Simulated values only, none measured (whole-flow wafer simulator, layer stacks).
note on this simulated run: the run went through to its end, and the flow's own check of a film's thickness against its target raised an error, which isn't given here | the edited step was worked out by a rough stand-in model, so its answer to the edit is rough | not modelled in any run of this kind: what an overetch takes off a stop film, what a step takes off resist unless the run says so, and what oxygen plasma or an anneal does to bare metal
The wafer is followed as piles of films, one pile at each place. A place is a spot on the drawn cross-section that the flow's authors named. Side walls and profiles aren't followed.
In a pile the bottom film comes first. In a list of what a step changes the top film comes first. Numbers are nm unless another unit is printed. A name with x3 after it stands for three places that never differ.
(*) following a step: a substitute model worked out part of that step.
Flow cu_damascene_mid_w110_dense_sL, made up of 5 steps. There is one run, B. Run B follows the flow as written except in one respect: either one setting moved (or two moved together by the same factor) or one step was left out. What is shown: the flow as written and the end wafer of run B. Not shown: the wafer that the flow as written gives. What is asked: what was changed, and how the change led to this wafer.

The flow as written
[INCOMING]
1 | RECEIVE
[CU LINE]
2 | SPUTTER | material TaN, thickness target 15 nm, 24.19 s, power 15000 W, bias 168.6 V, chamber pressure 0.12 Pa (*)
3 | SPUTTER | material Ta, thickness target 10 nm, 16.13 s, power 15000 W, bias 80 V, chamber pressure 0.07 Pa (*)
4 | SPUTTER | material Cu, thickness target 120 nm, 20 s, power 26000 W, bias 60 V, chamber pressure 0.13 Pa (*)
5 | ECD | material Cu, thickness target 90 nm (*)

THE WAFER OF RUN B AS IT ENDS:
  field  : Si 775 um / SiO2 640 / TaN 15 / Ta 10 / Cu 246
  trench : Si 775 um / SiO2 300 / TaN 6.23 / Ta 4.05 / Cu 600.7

What caused this: step 5, ECD: thickness target 126 nm was run, while the flow as written has thickness target 90 nm.

Step by step, how the change led to this:
  5 | ECD | material Cu, thickness target 90 nm (*)
      field: Cu gains 126 (in the flow as written it would be: Cu gains 90)
      trench: Cu gains 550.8 (in the flow as written it would be: Cu gains 514.8)
